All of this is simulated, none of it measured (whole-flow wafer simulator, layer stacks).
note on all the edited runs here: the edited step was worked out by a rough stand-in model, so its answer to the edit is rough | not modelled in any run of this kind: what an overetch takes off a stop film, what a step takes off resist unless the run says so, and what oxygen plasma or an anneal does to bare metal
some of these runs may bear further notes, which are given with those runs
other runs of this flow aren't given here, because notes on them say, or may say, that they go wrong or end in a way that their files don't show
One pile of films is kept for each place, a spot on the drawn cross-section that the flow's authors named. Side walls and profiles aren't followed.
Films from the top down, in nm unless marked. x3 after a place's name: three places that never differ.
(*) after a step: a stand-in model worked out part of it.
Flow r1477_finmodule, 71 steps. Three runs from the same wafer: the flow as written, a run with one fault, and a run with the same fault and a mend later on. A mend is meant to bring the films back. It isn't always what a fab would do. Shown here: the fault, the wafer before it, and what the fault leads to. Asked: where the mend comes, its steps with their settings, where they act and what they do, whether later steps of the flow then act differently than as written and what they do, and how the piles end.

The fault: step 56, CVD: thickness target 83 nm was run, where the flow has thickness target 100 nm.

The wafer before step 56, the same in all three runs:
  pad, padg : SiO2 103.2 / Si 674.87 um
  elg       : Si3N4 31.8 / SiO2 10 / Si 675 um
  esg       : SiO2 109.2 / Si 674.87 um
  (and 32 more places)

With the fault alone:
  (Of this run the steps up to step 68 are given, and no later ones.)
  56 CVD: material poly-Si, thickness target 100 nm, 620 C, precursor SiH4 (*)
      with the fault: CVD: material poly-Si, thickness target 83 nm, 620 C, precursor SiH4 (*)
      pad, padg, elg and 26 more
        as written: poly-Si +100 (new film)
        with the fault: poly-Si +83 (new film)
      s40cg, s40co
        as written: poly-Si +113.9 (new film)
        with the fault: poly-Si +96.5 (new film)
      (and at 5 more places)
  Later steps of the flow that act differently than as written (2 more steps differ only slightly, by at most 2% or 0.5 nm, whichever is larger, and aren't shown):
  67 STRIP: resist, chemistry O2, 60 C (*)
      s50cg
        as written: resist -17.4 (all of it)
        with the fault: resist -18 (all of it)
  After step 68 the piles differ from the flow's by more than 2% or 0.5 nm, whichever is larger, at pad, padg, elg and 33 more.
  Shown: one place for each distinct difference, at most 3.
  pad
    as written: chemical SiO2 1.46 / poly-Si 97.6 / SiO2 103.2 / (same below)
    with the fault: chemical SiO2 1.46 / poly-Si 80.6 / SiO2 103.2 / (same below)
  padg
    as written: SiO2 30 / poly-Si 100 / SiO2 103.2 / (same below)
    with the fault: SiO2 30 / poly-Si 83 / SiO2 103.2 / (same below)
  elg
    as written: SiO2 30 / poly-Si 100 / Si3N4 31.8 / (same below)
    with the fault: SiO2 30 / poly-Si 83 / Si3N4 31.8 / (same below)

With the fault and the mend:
  The mend comes after step 56.
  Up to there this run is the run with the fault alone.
  56a ETCH: chemistry tmah, depth target 150.1 nm
      pad, padg, elg and 26 more
        poly-Si -83 (all of it)
      s40cg, s40co
        poly-Si -96.5 (all of it)
      s45cg, s45co
        poly-Si -95.8 (all of it)
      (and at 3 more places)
  56b CLEAN: chemistry SC1, 46 C, 45 s (*) (the flow's step 48 once more)
      s40sg_line, s45sg_line, s50sg_line, s40so_line, s45so_line, s50so_line
        SiO2 -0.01
  56c CVD: material poly-Si, thickness target 100 nm, 620 C, precursor SiH4 (*) (the flow's step 56 once more)
      pad, padg, elg and 26 more
        poly-Si +100 (new film)
      s40cg, s40co
        poly-Si +113.9 (new film)
      s45cg, s45co
        poly-Si +113.4 (new film)
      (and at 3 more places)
  No later step of the flow acts differently than as written, at any place that is followed, by more than 2% or 0.5 nm, whichever is larger.
  At the end the piles differ from the flow's only slightly at the places that both follow, by at most 2% or 0.5 nm, whichever is larger.
